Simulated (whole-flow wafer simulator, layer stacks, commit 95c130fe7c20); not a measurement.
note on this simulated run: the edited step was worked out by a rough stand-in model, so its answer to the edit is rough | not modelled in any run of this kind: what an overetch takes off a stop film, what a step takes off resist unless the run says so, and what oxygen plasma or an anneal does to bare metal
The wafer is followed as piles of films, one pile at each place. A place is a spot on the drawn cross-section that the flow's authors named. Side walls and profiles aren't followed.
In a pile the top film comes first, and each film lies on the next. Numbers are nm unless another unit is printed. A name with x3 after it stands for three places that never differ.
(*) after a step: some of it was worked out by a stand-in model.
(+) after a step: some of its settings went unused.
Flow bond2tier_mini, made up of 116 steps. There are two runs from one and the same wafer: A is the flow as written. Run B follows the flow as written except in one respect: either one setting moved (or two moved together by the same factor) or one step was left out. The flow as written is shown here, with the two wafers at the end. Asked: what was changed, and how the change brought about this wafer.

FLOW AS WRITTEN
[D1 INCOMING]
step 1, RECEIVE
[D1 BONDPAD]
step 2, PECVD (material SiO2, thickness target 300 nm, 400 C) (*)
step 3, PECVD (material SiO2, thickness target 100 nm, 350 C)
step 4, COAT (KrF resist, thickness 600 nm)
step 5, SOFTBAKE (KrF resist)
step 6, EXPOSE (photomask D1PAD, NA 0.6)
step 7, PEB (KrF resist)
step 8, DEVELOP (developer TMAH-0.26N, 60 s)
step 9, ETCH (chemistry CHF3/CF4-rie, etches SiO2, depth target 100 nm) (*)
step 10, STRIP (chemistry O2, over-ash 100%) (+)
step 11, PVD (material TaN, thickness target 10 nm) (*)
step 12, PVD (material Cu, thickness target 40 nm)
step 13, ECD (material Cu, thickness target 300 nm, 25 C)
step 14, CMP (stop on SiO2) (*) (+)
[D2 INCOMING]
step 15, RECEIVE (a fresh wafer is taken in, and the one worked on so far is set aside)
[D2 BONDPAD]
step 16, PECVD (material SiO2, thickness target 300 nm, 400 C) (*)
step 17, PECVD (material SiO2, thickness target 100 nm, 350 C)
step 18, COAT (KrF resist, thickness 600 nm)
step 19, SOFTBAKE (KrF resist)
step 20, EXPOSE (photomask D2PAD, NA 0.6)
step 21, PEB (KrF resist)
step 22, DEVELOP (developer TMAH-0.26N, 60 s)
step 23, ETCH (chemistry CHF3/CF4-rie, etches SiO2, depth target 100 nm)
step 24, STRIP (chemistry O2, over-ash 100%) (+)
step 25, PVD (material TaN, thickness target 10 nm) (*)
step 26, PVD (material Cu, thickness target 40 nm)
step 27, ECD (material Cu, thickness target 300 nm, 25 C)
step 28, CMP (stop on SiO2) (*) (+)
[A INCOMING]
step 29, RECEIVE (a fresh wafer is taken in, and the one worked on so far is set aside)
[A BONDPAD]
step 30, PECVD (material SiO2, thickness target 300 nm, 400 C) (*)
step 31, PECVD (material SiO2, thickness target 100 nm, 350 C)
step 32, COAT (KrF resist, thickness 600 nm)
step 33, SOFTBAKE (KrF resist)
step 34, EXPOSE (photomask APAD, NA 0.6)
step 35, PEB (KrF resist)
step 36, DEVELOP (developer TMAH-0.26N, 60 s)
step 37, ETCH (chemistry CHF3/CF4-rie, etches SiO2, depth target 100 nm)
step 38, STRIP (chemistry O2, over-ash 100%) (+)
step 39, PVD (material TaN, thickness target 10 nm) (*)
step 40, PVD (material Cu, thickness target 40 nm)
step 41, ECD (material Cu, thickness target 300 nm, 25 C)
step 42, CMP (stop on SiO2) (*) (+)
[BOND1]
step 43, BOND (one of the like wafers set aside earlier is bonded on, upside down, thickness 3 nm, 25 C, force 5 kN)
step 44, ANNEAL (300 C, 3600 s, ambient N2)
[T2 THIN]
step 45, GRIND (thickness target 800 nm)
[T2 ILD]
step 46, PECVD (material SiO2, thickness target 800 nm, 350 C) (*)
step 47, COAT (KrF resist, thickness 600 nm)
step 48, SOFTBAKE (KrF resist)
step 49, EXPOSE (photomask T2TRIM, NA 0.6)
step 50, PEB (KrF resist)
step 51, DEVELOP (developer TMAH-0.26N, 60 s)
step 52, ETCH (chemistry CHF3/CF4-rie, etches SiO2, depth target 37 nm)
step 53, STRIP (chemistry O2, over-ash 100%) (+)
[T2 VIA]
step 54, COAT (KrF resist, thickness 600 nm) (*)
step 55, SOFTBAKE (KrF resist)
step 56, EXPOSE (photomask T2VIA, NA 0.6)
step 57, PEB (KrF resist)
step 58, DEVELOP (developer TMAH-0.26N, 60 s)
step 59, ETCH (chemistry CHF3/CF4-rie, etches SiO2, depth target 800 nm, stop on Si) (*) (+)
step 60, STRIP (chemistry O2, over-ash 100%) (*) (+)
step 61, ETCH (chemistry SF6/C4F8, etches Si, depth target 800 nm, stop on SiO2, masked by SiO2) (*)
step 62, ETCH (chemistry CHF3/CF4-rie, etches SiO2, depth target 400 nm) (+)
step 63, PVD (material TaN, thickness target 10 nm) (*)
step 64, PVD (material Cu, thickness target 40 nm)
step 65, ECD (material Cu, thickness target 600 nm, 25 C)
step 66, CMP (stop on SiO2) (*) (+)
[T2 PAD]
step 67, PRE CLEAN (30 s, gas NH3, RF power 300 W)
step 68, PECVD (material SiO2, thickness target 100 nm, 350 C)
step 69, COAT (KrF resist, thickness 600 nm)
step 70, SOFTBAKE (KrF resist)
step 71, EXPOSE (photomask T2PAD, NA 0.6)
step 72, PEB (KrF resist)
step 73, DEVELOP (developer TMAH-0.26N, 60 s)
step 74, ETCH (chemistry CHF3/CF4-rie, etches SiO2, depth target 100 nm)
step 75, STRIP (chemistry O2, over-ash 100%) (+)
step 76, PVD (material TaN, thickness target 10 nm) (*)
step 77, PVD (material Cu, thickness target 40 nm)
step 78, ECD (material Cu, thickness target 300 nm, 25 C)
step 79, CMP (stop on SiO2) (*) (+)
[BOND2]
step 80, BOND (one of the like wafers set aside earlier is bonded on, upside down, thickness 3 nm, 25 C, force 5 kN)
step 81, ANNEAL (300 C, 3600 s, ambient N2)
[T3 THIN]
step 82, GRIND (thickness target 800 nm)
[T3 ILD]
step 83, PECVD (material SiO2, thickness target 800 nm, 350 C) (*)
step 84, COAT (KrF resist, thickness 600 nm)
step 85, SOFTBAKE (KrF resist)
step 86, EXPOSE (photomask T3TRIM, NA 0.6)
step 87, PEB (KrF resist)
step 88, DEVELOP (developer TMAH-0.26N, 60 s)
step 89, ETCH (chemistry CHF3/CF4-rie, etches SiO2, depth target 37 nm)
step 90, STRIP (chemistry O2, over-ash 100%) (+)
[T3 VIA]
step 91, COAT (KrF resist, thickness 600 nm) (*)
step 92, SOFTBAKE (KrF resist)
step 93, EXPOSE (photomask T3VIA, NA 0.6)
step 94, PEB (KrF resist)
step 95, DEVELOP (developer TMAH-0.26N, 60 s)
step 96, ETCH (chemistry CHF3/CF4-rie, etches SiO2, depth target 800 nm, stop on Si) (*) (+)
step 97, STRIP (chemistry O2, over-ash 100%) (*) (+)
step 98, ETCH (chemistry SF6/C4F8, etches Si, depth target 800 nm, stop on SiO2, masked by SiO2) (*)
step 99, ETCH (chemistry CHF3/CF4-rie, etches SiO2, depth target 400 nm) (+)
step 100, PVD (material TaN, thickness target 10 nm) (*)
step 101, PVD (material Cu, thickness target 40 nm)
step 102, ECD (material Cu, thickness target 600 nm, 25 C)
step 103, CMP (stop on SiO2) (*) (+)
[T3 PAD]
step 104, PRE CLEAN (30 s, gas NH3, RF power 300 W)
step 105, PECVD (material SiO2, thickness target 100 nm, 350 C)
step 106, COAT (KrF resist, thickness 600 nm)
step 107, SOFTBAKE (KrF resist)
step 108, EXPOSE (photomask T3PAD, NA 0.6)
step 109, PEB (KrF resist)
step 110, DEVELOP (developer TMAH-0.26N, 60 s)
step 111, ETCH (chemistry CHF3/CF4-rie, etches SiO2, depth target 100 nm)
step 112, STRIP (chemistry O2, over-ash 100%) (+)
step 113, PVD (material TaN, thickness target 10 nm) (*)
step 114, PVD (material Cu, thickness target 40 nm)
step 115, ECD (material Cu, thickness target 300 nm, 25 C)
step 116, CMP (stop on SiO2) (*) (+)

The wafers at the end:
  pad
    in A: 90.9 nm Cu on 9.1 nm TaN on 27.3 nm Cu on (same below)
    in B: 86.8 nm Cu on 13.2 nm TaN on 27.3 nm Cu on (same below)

What caused this: step 113, PVD: thickness target 14.5 nm was run, while the flow as written has thickness target 10 nm.

Step by step, how the change led to this:
  step 113, PVD (material TaN, thickness target 10 nm) (*)
      field: A TaN gains 10 (new film) | B TaN gains 14.5 (new film)
      pad: A TaN gains 9.1 (new film) | B TaN gains 13.2 (new film)
  step 116, CMP (stop on SiO2) (*) (+)
      field: A Cu loses 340 (all of it), TaN loses 10 (all of it) | B Cu loses 340 (all of it), TaN loses 14.5 (all of it)
